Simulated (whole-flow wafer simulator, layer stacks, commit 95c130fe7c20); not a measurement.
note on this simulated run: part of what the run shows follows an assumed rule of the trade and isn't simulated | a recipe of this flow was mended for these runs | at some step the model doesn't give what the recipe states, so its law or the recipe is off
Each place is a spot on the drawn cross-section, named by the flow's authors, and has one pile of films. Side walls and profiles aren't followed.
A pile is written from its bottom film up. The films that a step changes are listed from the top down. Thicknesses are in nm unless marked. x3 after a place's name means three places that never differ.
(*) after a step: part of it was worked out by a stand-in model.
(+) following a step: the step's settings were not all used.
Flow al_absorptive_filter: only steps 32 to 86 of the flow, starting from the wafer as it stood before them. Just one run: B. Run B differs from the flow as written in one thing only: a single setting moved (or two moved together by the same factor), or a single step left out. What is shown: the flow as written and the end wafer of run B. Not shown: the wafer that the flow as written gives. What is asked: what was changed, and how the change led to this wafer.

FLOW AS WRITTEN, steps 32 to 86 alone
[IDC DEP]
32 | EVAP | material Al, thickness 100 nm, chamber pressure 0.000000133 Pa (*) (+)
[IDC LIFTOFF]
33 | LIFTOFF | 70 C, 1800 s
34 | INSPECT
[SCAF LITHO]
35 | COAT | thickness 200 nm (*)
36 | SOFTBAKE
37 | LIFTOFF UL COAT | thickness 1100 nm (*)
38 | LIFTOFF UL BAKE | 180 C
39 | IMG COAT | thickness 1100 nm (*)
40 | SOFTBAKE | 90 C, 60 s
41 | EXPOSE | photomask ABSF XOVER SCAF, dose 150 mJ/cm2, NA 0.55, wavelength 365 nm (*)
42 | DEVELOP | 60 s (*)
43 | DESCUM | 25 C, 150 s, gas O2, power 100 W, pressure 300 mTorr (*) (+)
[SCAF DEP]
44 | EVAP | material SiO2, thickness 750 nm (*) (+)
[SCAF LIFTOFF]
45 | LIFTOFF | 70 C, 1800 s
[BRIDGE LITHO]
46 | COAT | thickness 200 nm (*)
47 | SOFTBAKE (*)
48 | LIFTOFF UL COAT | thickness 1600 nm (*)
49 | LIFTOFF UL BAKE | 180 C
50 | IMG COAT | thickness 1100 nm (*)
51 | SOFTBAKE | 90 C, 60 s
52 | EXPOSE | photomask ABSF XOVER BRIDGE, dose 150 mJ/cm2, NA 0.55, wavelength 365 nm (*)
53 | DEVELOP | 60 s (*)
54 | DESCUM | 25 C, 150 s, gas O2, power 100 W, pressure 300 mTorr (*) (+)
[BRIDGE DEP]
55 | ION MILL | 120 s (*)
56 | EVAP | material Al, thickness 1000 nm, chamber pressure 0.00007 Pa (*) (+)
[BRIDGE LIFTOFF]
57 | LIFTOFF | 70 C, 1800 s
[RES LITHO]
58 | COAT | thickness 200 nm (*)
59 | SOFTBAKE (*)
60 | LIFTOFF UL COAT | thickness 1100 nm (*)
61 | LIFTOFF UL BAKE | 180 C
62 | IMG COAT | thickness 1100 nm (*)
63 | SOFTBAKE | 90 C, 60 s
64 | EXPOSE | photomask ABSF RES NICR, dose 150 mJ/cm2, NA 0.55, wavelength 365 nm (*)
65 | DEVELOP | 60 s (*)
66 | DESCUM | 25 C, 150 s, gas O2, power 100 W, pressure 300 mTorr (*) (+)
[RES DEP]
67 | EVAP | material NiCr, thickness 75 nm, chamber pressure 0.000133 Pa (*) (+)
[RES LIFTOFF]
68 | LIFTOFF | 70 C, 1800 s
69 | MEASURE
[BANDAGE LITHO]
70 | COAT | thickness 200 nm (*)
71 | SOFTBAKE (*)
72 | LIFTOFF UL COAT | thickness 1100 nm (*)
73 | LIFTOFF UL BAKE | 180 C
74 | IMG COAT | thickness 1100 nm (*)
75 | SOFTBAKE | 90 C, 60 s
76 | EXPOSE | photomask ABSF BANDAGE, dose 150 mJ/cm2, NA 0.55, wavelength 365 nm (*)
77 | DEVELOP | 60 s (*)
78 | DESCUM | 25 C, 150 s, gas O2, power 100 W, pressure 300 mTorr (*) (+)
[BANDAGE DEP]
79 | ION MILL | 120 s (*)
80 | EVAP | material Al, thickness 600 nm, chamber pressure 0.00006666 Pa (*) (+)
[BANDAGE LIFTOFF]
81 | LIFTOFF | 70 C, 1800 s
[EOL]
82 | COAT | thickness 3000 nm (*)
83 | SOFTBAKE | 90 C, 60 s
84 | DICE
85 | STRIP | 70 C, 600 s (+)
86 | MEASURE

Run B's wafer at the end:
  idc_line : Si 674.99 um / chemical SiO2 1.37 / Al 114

What caused this: step 32, EVAP: thickness 114 nm was run, though the flow has thickness 100 nm.
One can read it off the wafer: idc_line has Al 114, and step 32 as written asks for 100 nm.

How this came from the change, step by step:
  32 | EVAP | material Al, thickness 100 nm, chamber pressure 0.000000133 Pa (*) (+)
      gnd, pad_far, pad_near and 11 more: Al gains 114 (new film) (it would be, as written: Al gains 100 (new film))
  33 | LIFTOFF | 70 C, 1800 s
      gnd, xa_field, xa_margin, xa_strip, xl_land, idc_field, idc_space: Al loses 114 (all of it), e-beam-resist loses 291 (all of it) (it would be, as written: Al loses 100 (all of it), e-beam-resist loses 291 (all of it))
      pad_far: Al loses 114 (all of it), e-beam-resist loses 287 (all of it) (it would be, as written: Al loses 100 (all of it), e-beam-resist loses 287 (all of it))
      (and at 5 other places as well)
  35 | COAT | thickness 200 nm (*)
      idc_line: acrylic-e-beam-resist gains 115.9 (new film) (it would be, as written: acrylic-e-beam-resist gains 125.3 (new film))
      idc_space: acrylic-e-beam-resist gains 233.3 (new film) (it would be, as written: acrylic-e-beam-resist gains 228.2 (new film))
  45 | LIFTOFF | 70 C, 1800 s
      idc_line: SiO2 loses 750 (all of it), i-line-resist loses 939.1 (all of it), lift-off-underlayer loses 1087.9 (all of it), acrylic-e-beam-resist loses 115.9 (all of it) (it would be, as written: SiO2 loses 750 (all of it), i-line-resist loses 939.2 (all of it), lift-off-underlayer loses 1090 (all of it), acrylic-e-beam-resist loses 125.3 (all of it))
      idc_space: SiO2 loses 750 (all of it), i-line-resist loses 939.1 (all of it), lift-off-underlayer loses 1085.2 (all of it), acrylic-e-beam-resist loses 233.3 (all of it) (it would be, as written: SiO2 loses 750 (all of it), i-line-resist loses 939.1 (all of it), lift-off-underlayer loses 1087.8 (all of it), acrylic-e-beam-resist loses 228.2 (all of it))
  46 | COAT | thickness 200 nm (*)
      idc_line: acrylic-e-beam-resist gains 121.4 (new film) (it would be, as written: acrylic-e-beam-resist gains 129.8 (new film))
      idc_space: acrylic-e-beam-resist gains 235.2 (new film) (it would be, as written: acrylic-e-beam-resist gains 229.8 (new film))
  57 | LIFTOFF | 70 C, 1800 s
      idc_line: Al loses 1000 (all of it), i-line-resist loses 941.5 (all of it), lift-off-underlayer loses 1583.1 (all of it), acrylic-e-beam-resist loses 121.4 (all of it) (it would be, as written: Al loses 1000 (all of it), i-line-resist loses 941.5 (all of it), lift-off-underlayer loses 1586.1 (all of it), acrylic-e-beam-resist loses 129.8 (all of it))
      idc_space: Al loses 1000 (all of it), i-line-resist loses 941.5 (all of it), lift-off-underlayer loses 1584.1 (all of it), acrylic-e-beam-resist loses 235.2 (all of it) (it would be, as written: Al loses 1000 (all of it), i-line-resist loses 941.5 (all of it), lift-off-underlayer loses 1586.9 (all of it), acrylic-e-beam-resist loses 229.8 (all of it))
  58 | COAT | thickness 200 nm (*)
      idc_line: acrylic-e-beam-resist gains 121.4 (new film) (it would be, as written: acrylic-e-beam-resist gains 129.8 (new film))
      idc_space: acrylic-e-beam-resist gains 235.2 (new film) (it would be, as written: acrylic-e-beam-resist gains 229.8 (new film))
  68 | LIFTOFF | 70 C, 1800 s
      idc_line: NiCr loses 75 (all of it), i-line-resist loses 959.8 (all of it), lift-off-underlayer loses 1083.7 (all of it), acrylic-e-beam-resist loses 121.4 (all of it) (it would be, as written: NiCr loses 75 (all of it), i-line-resist loses 959.8 (all of it), lift-off-underlayer loses 1086.6 (all of it), acrylic-e-beam-resist loses 129.8 (all of it))
      idc_space: NiCr loses 75 (all of it), i-line-resist loses 959.7 (all of it), lift-off-underlayer loses 1084.7 (all of it), acrylic-e-beam-resist loses 235.2 (all of it) (it would be, as written: NiCr loses 75 (all of it), i-line-resist loses 959.8 (all of it), lift-off-underlayer loses 1087.4 (all of it), acrylic-e-beam-resist loses 229.8 (all of it))
  70 | COAT | thickness 200 nm (*)
      idc_line: acrylic-e-beam-resist gains 121.4 (new film) (it would be, as written: acrylic-e-beam-resist gains 129.8 (new film))
      idc_space: acrylic-e-beam-resist gains 235.2 (new film) (it would be, as written: acrylic-e-beam-resist gains 229.8 (new film))
  81 | LIFTOFF | 70 C, 1800 s
      idc_line: Al loses 600 (all of it), i-line-resist loses 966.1 (all of it), lift-off-underlayer loses 1083.7 (all of it), acrylic-e-beam-resist loses 121.4 (all of it) (it would be, as written: Al loses 600 (all of it), i-line-resist loses 966.1 (all of it), lift-off-underlayer loses 1086.6 (all of it), acrylic-e-beam-resist loses 129.8 (all of it))
      idc_space: Al loses 600 (all of it), i-line-resist loses 966 (all of it), lift-off-underlayer loses 1084.7 (all of it), acrylic-e-beam-resist loses 235.2 (all of it) (it would be, as written: Al loses 600 (all of it), i-line-resist loses 966.1 (all of it), lift-off-underlayer loses 1087.4 (all of it), acrylic-e-beam-resist loses 229.8 (all of it))
